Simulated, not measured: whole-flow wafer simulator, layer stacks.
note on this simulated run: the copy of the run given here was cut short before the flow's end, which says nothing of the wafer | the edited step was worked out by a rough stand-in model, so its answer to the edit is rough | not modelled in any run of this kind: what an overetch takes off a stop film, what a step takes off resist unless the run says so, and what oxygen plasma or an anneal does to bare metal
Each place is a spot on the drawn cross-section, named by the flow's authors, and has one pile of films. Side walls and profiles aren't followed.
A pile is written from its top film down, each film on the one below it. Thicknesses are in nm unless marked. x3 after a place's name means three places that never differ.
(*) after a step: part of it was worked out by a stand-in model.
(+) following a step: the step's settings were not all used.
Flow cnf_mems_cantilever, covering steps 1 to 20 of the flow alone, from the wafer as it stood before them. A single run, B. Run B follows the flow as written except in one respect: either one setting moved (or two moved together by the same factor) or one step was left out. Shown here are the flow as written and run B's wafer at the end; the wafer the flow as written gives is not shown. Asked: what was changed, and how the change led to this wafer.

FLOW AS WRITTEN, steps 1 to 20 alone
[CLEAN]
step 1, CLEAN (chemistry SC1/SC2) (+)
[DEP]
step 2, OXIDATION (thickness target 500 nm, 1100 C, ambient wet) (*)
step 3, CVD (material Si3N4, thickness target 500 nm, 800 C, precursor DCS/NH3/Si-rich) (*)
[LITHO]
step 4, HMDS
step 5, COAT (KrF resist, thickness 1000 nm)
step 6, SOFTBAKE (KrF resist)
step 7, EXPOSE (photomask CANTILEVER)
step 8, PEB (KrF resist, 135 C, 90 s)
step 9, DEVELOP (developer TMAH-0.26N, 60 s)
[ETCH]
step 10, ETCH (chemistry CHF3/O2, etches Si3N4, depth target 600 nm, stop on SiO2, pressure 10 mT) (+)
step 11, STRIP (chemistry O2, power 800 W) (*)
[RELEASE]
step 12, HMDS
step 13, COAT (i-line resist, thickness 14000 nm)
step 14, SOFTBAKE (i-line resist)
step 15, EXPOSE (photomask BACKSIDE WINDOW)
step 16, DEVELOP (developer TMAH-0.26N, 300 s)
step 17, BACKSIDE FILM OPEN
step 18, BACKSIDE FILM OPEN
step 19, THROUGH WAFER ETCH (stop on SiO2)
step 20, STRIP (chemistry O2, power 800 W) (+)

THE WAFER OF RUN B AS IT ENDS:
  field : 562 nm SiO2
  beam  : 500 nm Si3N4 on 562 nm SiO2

Cause: step 2, OXIDATION: thickness target 562 nm was run, whereas the flow has thickness target 500 nm.
One can read it off the wafer: field has SiO2 562, and step 2 as written asks for 500 nm.

The path from the change to this, step by step:
  step 2, OXIDATION (thickness target 500 nm, 1100 C, ambient wet) (*)
      field, beam: SiO2 gains 562 (new film), chemical SiO2 loses 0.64 (all of it), Si loses 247 (as written it would have been: SiO2 gains 500 (new film), chemical SiO2 loses 0.64 (all of it), Si loses 219.7)
  step 19, THROUGH WAFER ETCH (stop on SiO2)
      field: under 1 film: Si loses 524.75 um (all of it) (as written it would have been: under 1 film: Si loses 524.78 um (all of it))
      beam: under 2 films: Si loses 524.75 um (all of it) (as written it would have been: under 2 films: Si loses 524.78 um (all of it))
